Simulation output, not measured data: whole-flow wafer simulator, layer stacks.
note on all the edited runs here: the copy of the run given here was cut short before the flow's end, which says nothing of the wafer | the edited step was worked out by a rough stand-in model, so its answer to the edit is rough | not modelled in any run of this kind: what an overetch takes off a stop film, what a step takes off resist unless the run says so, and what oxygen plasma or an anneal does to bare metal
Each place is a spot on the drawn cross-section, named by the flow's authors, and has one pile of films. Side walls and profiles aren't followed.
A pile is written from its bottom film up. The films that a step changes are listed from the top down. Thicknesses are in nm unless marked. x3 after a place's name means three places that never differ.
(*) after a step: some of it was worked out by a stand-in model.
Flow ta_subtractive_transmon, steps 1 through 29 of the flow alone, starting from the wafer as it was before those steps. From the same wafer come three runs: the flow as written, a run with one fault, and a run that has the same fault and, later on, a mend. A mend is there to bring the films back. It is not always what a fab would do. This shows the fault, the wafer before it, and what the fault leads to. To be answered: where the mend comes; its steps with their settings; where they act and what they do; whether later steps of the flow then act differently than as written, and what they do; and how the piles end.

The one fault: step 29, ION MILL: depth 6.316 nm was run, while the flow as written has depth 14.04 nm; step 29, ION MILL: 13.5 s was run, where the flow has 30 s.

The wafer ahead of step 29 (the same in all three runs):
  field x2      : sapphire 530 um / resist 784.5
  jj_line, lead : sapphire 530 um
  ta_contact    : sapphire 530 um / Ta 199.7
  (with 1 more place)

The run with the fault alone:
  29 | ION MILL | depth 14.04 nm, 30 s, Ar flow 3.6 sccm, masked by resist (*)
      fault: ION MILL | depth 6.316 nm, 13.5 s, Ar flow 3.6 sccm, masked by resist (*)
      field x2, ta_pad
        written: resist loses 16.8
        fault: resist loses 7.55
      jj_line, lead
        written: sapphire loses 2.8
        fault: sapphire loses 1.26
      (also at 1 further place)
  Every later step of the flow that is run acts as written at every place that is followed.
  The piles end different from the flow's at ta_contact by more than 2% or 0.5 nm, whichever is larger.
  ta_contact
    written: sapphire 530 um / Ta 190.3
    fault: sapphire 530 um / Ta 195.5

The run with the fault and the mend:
  After step 29 comes the mend.
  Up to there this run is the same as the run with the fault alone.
  29a | ION MILL | depth 7.72 nm, 16.5 s, Ar flow 3.6 sccm, masked by resist (*) (a further turn of the flow's step 29, with different settings)
      field x2, ta_pad
        resist loses 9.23
      jj_line, lead
        sapphire loses 1.54
      ta_contact
        Ta loses 5.2
  Every later step of the flow that is run acts as written at every place that is followed.
  The piles end the same as the flow's at every place that both follow.
